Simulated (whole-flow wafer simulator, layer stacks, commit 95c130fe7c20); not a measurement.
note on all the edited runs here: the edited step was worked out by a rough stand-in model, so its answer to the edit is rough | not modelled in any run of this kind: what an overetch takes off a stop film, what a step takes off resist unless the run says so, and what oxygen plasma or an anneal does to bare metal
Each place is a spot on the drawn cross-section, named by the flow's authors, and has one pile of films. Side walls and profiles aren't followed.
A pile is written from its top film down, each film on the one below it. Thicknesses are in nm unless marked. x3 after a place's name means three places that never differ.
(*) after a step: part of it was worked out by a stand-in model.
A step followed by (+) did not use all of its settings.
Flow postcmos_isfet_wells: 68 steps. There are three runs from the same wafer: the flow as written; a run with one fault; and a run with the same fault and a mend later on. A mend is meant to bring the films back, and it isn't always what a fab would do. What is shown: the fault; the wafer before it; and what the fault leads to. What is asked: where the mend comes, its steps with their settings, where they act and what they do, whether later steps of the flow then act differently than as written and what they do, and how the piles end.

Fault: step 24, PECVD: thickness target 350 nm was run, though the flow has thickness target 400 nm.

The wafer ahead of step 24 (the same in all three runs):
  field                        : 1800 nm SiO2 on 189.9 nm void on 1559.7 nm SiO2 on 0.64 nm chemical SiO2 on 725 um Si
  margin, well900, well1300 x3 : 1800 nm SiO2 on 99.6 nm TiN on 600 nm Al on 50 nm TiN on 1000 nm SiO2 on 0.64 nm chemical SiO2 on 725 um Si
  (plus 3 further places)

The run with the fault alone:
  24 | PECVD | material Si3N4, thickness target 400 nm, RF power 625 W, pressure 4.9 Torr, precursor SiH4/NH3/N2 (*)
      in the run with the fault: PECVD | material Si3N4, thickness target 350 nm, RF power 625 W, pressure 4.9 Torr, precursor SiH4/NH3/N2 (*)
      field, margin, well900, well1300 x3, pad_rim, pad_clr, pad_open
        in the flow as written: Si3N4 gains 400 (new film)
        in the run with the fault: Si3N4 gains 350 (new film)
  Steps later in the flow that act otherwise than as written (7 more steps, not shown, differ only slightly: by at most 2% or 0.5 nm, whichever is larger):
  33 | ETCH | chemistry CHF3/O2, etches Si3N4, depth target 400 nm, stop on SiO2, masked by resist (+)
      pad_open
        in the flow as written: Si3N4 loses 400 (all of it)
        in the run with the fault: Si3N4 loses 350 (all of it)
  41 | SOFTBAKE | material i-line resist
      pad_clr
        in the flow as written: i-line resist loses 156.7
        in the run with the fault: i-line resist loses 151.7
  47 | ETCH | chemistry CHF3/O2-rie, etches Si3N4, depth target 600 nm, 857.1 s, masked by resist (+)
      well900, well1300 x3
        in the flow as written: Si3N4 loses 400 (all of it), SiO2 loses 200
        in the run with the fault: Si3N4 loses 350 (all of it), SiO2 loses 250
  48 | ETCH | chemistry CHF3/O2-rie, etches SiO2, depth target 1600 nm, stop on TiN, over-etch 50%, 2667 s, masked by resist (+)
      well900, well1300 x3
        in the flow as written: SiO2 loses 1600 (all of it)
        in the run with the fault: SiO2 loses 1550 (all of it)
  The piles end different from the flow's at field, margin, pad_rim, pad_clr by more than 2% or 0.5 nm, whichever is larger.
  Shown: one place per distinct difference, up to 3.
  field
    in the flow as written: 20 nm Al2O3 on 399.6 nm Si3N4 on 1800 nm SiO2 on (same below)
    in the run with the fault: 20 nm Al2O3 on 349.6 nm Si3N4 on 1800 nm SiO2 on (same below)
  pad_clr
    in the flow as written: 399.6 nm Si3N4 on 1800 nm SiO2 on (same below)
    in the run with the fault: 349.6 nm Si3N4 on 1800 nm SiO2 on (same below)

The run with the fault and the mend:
  The mend follows step 32.
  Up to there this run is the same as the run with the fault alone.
  32a | STRIP | chemistry O2, 600 s (*) (+)
      field, margin, well900, well1300 x3, pad_rim, pad_clr
        KrF resist loses 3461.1 (all of it)
  32b | PECVD | material Si3N4, thickness target 50 nm, RF power 625 W, pressure 4.9 Torr, precursor SiH4/NH3/N2 (a further turn of the flow's step 24, with different settings)
      field, margin, well900, well1300 x3, pad_rim, pad_clr, pad_open
        Si3N4 gains 50
  32c | HMDS | 30 s (a further turn of the flow's step 26)
      alters no film at any place that is followed
  32d | COAT | KrF resist, thickness 3500 nm (a further turn of the flow's step 27)
      field, margin, well900, well1300 x3, pad_rim, pad_clr, pad_open
        KrF resist gains 3500 (new film)
  32e | SOFTBAKE | material KrF resist (a further turn of the flow's step 28)
      alters no film at any place that is followed
  32f | EBR (a further turn of the flow's step 29)
      alters no film at any place that is followed
  32g | EXPOSE | photomask PAD, dose 67.86 mJ/cm2, NA 0.55, wavelength 248 nm (*) (a further turn of the flow's step 30)
      alters no film at any place that is followed
  32h | PEB (a further turn of the flow's step 31)
      field, margin, well900, well1300 x3, pad_rim, pad_clr, pad_open
        KrF resist loses 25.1
  32i | DEVELOP | thickness 3500 nm, 60 s (a further turn of the flow's step 32)
      field, margin, well900, well1300 x3, pad_rim, pad_clr
        KrF resist loses 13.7
      pad_open
        KrF resist loses 3474.9 (all of it)
  None of the later steps of the flow acts differently than as written at any place that is followed.
  At every place that both follow, the piles at the end match the flow's.
